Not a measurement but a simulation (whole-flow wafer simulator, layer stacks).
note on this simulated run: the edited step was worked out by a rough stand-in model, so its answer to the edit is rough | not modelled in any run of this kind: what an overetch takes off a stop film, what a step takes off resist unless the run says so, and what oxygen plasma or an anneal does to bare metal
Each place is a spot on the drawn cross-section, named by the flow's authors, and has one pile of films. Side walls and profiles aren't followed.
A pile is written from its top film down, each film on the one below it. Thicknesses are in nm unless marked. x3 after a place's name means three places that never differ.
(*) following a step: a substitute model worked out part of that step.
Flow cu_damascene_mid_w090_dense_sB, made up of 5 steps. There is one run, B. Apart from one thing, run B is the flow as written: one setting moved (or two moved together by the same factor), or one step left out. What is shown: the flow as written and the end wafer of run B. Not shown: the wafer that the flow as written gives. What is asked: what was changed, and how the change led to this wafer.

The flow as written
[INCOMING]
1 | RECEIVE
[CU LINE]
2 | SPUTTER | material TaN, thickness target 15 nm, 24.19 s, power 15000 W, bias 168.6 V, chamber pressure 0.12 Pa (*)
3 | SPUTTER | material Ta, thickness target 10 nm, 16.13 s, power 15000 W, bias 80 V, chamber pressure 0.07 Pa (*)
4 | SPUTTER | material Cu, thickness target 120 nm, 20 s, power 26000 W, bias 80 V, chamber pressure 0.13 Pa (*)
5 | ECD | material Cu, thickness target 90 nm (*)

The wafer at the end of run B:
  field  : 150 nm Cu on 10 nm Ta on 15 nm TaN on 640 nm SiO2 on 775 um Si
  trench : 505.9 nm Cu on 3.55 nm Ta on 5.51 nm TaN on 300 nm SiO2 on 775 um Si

Cause: step 4, SPUTTER: thickness target 60 nm was run, though the flow has thickness target 120 nm; step 4, SPUTTER: 10 s was run, where the flow has 20 s.

The path from the change to this, step by step:
  4 | SPUTTER | material Cu, thickness target 120 nm, 20 s, power 26000 W, bias 80 V, chamber pressure 0.13 Pa (*)
      field: Cu gains 60 (new film) (as written it would have been: Cu gains 120 (new film))
      trench: Cu gains 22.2 (new film) (as written it would have been: Cu gains 44.3 (new film))
  5 | ECD | material Cu, thickness target 90 nm (*)
      trench: Cu gains 483.8 (as written it would have been: Cu gains 521.6)
